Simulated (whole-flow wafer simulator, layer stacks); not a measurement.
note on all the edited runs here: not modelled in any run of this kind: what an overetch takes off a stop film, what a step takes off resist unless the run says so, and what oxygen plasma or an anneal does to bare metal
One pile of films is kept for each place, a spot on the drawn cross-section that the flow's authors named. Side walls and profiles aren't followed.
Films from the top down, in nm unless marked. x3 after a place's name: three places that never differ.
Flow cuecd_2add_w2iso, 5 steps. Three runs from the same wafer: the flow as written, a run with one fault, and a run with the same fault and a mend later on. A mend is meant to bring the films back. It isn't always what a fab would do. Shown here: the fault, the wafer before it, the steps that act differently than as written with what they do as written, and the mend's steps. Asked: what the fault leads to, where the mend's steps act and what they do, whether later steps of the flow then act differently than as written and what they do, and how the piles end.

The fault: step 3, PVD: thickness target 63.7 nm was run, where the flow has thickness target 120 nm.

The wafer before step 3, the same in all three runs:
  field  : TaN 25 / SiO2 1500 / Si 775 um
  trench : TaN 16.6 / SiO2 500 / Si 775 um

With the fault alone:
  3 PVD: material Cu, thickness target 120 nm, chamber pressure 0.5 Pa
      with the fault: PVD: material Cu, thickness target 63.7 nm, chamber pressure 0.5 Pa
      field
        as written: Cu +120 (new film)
        with the fault: Cu +63.7 (new film)
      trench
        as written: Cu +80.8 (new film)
        with the fault: Cu +43.1 (new film)
  No later step of the flow acts differently than as written, at any place that is followed, by more than 2% or 0.5 nm, whichever is larger.
  At the end the piles differ from the flow's by more than 2% or 0.5 nm, whichever is larger, at field, trench.
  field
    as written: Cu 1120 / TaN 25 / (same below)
    with the fault: Cu 1063.7 / TaN 25 / (same below)
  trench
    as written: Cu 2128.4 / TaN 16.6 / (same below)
    with the fault: Cu 2072.1 / TaN 16.6 / (same below)

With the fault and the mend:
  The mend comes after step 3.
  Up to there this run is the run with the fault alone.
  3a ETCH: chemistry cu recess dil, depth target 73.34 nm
      field
        Cu -63.7 (all of it)
      trench
        Cu -43.1 (all of it)
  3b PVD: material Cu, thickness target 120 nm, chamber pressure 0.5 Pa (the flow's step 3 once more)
      field
        Cu +120 (new film)
      trench
        Cu +80.8 (new film)
  No later step of the flow acts differently than as written at any place that is followed.
  At the end the piles are the same as the flow's at every place that both follow.
